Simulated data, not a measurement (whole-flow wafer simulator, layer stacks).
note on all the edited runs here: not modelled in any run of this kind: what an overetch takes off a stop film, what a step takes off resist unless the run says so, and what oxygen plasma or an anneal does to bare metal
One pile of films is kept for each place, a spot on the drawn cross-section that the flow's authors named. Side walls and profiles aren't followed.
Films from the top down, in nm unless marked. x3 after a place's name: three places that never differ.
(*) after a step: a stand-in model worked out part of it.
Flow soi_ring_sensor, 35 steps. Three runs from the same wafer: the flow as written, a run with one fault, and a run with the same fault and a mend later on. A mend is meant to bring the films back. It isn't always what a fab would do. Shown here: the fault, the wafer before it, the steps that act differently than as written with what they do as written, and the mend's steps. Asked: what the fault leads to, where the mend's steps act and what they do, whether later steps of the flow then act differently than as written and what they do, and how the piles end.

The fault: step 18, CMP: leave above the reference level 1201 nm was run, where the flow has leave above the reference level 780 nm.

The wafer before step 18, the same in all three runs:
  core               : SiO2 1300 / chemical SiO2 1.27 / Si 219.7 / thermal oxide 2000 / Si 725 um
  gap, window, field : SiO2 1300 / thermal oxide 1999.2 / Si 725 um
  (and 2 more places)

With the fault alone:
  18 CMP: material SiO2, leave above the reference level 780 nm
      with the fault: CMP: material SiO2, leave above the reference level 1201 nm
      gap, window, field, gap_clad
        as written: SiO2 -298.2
        with the fault: nothing
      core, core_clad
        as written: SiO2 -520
        with the fault: SiO2 -99
  Later steps of the flow that act differently than as written (1 more step differs only slightly, by at most 2% or 0.5 nm, whichever is larger, and isn't shown):
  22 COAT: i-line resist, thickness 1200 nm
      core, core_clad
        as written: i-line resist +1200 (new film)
        with the fault: i-line resist +1093.5 (new film)
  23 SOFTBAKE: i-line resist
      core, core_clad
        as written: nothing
        with the fault: i-line resist -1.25
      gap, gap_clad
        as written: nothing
        with the fault: i-line resist -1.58
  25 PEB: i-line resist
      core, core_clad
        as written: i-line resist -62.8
        with the fault: i-line resist -57
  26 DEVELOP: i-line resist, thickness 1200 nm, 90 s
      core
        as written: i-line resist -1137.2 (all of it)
        with the fault: i-line resist -1035.3 (all of it)
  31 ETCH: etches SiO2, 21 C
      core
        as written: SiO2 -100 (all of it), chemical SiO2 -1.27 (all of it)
        with the fault: SiO2 -462
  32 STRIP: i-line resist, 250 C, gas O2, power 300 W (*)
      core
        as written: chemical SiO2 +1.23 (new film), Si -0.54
        with the fault: nothing
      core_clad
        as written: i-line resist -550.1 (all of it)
        with the fault: i-line resist -448.5 (all of it)
  At the end the piles differ from the flow's by more than 2% or 0.5 nm, whichever is larger, at core, field, core_clad.
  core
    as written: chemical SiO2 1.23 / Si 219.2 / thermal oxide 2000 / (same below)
    with the fault: SiO2 59 / chemical SiO2 1.27 / Si 219.7 / thermal oxide 2000 / (same below)
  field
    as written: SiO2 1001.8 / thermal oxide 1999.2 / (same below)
    with the fault: SiO2 1300 / thermal oxide 1999.2 / (same below)
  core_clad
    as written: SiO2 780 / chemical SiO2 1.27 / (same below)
    with the fault: SiO2 1201 / chemical SiO2 1.27 / (same below)

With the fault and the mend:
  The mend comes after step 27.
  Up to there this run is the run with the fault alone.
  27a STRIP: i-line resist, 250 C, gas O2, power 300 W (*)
      field
        i-line resist -1138.4 (all of it)
      core_clad
        i-line resist -1035.3 (all of it)
      gap_clad
        i-line resist -1152.2 (all of it)
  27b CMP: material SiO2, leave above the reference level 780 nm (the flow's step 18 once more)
      gap, window, field, gap_clad
        SiO2 -298.2
      core, core_clad
        SiO2 -421
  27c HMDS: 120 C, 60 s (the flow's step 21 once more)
      changes no film at any place that is followed
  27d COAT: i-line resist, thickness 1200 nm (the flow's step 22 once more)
      core, gap, window, field, core_clad, gap_clad
        i-line resist +1200 (new film)
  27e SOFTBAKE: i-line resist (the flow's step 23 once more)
      changes no film at any place that is followed
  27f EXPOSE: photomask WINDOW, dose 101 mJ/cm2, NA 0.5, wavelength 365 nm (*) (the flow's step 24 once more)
      changes no film at any place that is followed
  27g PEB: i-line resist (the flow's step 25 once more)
      core, gap, window, field, core_clad, gap_clad
        i-line resist -62.8
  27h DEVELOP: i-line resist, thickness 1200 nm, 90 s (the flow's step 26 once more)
      core, gap, window
        i-line resist -1137.2 (all of it)
      field, core_clad, gap_clad
        i-line resist -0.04
  No later step of the flow acts differently than as written at any place that is followed.
  At the end the piles are the same as the flow's at every place that both follow.
